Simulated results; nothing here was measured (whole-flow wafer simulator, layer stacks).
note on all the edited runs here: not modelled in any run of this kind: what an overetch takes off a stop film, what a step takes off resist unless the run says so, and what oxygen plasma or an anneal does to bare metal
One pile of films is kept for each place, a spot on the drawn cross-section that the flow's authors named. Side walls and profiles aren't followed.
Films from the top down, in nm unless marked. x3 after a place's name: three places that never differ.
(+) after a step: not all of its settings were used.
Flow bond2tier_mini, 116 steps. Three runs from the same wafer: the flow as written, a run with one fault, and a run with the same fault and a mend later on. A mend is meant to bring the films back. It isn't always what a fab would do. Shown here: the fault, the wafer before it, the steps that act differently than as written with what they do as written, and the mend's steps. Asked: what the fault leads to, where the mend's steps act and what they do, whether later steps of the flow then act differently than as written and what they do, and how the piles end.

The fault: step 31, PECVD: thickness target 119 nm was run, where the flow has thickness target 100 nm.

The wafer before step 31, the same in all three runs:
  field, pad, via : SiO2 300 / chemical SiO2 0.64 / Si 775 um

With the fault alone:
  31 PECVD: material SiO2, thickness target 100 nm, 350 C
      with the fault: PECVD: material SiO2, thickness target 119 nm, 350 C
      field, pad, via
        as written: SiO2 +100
        with the fault: SiO2 +119
  No later step of the flow acts differently than as written at any place that is followed.
  At the end the piles differ from the flow's by more than 2% or 0.5 nm, whichever is larger, at field, pad.
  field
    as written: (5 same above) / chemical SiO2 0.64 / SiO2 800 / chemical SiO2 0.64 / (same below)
    with the fault: (5 same above) / chemical SiO2 0.64 / SiO2 819 / chemical SiO2 0.64 / (same below)
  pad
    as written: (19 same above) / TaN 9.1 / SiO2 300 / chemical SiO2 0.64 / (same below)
    with the fault: (19 same above) / TaN 9.1 / SiO2 319 / chemical SiO2 0.64 / (same below)

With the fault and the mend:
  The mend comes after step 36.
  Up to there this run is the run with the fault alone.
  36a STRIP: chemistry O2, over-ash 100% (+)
      field
        KrF resist -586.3 (all of it)
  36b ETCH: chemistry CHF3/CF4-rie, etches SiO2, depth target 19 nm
      field, pad, via
        SiO2 -19
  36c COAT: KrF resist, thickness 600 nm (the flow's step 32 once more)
      field, pad, via
        KrF resist +600 (new film)
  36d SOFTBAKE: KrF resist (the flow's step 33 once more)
      changes no film at any place that is followed
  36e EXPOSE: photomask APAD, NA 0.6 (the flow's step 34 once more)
      changes no film at any place that is followed
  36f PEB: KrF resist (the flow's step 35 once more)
      changes no film at any place that is followed
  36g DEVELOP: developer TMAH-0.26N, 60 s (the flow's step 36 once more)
      pad, via
        KrF resist -600 (all of it)
      field
        KrF resist -13.7
  No later step of the flow acts differently than as written at any place that is followed.
  At the end the piles are the same as the flow's at every place that both follow.
